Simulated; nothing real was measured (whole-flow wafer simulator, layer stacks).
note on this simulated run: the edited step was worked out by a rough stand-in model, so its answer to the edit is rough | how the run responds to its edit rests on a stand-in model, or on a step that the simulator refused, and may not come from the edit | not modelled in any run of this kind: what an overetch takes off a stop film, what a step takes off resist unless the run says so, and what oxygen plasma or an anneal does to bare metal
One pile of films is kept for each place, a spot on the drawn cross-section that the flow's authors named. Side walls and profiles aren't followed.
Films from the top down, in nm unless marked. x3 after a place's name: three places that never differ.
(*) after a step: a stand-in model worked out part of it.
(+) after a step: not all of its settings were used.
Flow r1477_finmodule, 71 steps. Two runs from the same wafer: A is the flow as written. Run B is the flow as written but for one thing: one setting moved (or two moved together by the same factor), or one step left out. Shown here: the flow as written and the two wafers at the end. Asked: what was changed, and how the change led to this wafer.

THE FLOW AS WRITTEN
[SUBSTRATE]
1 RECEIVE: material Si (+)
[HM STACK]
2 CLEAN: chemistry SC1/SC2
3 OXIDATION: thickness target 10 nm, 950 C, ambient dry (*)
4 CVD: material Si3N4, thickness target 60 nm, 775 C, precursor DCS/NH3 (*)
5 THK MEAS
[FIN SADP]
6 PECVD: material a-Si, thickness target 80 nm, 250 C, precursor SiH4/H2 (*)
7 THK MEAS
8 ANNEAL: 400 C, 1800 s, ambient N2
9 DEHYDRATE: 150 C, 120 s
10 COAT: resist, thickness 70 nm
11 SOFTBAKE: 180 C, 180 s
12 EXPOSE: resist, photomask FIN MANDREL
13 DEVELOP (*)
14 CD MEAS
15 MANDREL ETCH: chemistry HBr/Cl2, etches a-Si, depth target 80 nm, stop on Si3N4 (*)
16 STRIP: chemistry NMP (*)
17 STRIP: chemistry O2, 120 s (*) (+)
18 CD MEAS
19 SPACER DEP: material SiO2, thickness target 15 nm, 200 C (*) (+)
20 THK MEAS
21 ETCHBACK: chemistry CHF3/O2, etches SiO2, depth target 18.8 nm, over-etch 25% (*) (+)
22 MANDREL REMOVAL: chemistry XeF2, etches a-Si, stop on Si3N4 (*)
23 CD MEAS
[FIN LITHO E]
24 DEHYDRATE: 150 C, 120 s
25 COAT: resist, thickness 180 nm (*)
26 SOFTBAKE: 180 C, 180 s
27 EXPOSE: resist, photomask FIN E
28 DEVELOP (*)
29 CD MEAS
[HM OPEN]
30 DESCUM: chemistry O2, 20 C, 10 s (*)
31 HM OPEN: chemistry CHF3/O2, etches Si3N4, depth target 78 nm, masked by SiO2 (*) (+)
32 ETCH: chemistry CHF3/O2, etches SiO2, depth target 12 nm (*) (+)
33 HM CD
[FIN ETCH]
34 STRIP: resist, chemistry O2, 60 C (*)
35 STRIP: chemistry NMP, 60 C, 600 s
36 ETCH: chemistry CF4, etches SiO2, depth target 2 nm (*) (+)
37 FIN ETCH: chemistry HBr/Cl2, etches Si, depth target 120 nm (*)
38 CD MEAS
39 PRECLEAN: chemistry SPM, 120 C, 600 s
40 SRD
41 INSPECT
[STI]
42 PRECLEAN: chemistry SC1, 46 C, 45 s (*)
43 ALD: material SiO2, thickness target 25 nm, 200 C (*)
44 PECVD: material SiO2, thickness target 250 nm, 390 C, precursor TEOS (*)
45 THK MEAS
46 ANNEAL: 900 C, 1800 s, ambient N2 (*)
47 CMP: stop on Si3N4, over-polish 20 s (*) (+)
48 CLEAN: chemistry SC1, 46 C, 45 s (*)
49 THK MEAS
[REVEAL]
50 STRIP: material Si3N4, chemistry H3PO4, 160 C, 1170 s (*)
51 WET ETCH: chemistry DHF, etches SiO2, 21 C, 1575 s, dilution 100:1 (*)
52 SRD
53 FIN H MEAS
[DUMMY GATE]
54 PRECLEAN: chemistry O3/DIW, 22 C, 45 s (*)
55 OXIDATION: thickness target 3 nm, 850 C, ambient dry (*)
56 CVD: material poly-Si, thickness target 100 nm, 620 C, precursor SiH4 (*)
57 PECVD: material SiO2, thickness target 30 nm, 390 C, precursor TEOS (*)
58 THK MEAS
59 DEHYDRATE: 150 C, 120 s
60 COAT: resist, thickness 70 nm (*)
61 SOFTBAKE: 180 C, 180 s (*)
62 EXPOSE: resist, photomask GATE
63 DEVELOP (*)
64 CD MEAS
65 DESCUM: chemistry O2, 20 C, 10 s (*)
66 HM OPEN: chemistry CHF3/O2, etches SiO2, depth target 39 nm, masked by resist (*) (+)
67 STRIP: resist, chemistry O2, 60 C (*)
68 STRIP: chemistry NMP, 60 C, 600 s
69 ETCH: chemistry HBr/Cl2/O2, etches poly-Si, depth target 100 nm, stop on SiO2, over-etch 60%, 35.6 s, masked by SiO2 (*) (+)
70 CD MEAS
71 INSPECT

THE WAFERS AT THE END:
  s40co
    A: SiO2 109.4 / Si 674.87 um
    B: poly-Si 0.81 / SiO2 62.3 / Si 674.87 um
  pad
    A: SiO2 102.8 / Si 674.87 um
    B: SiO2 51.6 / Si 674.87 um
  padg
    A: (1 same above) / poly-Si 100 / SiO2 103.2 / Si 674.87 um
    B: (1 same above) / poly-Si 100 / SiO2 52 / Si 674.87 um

The cause: step 51, WET ETCH: 2520 s was run, where the flow has 1575 s.

How the change led to this, step by step:
  51 WET ETCH: chemistry DHF, etches SiO2, 21 C, 1575 s, dilution 100:1 (*)
      pad, padg, e40sg and 12 more: A SiO2 -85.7 | B SiO2 -137.1
      elg, e40lg, e100lg, e200lg, elo, e40lo, e100lo, e200lo: A SiO2 -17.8 (all of it), Si3N4 -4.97 | B SiO2 -17.8 (all of it), Si3N4 -8.82
      (and at 7 more places)
  56 CVD: material poly-Si, thickness target 100 nm, 620 C, precursor SiH4 (*)
      s40cg, s40co: A poly-Si +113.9 (new film) | B poly-Si +163.3 (new film)
      s45cg, s45co: A poly-Si +113.4 (new film) | B poly-Si +163.3 (new film)
      (and at 3 more places)
  60 COAT: resist, thickness 70 nm (*)
      e40lg, e100lg, e200lg, elo, e40lo, e100lo, e200lo: A resist +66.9 (new film) | B resist +64.5 (new film)
      e40sg, eso, e40so: A resist +129.5 (new film) | B resist +174.6 (new film)
      (and at 18 more places)
  63 DEVELOP (*)
      elo, e40lo, e100lo, e200lo: A resist -66.9 (all of it) | B resist -64.5 (all of it)
      eso, e40so: A resist -129.5 (all of it) | B resist -174.6 (all of it)
      (and at 9 more places)
  67 STRIP: resist, chemistry O2, 60 C (*)
      e40lg, e100lg, e200lg: A resist -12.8 (all of it) | B resist -10.4 (all of it)
      e40sg: A resist -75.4 (all of it) | B resist -120.5 (all of it)
      (and at 11 more places)
  69 ETCH: chemistry HBr/Cl2/O2, etches poly-Si, depth target 100 nm, stop on SiO2, over-etch 60%, 35.6 s, masked by SiO2 (*) (+)
      s40co: A chemical SiO2 -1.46 (all of it), poly-Si -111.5 (all of it), SiO2 -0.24 | B chemical SiO2 -1.63 (all of it), poly-Si -160
      s45co: A chemical SiO2 -1.46 (all of it), poly-Si -110.9 (all of it), SiO2 -0.25 | B chemical SiO2 -1.63 (all of it), poly-Si -160
      (and at 1 more place)
